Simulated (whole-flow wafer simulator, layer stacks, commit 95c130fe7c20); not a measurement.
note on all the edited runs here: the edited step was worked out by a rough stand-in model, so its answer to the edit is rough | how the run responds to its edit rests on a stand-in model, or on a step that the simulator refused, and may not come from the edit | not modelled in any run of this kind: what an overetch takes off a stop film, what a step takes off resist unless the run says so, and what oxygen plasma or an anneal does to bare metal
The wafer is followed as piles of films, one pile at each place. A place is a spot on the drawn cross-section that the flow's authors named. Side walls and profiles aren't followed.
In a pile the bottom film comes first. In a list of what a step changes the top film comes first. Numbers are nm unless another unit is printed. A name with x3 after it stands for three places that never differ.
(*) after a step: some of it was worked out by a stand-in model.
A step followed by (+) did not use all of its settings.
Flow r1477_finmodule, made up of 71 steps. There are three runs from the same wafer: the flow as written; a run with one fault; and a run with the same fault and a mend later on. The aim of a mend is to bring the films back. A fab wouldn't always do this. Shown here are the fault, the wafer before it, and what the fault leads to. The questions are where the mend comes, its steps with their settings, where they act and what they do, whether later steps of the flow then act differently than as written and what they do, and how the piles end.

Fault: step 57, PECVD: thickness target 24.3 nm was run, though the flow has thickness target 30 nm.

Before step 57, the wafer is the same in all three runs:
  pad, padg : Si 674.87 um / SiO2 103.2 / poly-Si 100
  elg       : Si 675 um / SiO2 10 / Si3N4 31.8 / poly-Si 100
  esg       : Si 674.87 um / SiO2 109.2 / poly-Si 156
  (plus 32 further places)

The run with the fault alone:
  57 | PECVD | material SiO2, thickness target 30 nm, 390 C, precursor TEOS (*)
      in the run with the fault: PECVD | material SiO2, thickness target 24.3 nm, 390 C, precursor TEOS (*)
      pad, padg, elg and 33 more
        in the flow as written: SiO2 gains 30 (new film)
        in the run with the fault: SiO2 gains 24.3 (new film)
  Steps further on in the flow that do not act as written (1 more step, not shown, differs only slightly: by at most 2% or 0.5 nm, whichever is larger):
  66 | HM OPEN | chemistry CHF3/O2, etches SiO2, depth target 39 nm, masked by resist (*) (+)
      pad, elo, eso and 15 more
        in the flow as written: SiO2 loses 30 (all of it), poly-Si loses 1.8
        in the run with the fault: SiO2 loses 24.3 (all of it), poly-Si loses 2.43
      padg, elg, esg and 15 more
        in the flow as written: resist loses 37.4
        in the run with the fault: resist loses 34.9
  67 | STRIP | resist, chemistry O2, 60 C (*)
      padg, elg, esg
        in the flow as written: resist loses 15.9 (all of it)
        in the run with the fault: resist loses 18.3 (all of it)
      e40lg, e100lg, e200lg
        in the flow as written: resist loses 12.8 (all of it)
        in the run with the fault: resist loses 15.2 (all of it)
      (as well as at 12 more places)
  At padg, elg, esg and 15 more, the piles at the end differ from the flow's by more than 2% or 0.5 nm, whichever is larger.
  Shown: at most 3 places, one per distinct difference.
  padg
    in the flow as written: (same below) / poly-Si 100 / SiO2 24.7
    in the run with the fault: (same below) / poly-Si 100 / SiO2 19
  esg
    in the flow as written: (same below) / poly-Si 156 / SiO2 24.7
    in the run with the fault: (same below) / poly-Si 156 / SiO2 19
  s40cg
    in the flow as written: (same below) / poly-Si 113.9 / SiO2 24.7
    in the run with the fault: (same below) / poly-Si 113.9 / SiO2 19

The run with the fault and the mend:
  After step 64 comes the mend.
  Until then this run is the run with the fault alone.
  64a | STRIP | resist, chemistry O2, 60 C
      padg, elg, esg
        resist loses 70 (all of it)
      e40lg, e100lg, e200lg
        resist loses 66.9 (all of it)
      s40sg, s45sg
        resist loses 91 (all of it)
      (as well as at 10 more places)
  64b | PECVD | material SiO2, thickness target 5.7 nm, 390 C, precursor TEOS (*) (a further turn of the flow's step 57, with different settings)
      pad, padg, elg and 33 more
        SiO2 gains 5.7
  64c | COAT | resist, thickness 70 nm (*) (a further turn of the flow's step 60)
      e40lg, e100lg, e200lg, elo, e40lo, e100lo, e200lo
        resist gains 66.9 (new film)
      pad, padg, elg, esg
        resist gains 70 (new film)
      s40sg, s45sg, s40so, s45so
        resist gains 91 (new film)
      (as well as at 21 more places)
  64d | SOFTBAKE | 180 C, 180 s (*) (a further turn of the flow's step 61)
      leaves every film unchanged at each place that is followed
  64e | EXPOSE | resist, photomask GATE (a further turn of the flow's step 62)
      leaves every film unchanged at each place that is followed
  64f | DEVELOP (*) (a further turn of the flow's step 63)
      elo, e40lo, e100lo, e200lo
        resist loses 66.9 (all of it)
      eso, e40so
        resist loses 129.5 (all of it)
      s40so, s45so
        resist loses 91 (all of it)
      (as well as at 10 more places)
  Every later step of the flow that is run acts as written at every place that is followed.
  The piles end the same as the flow's at every place that both follow.
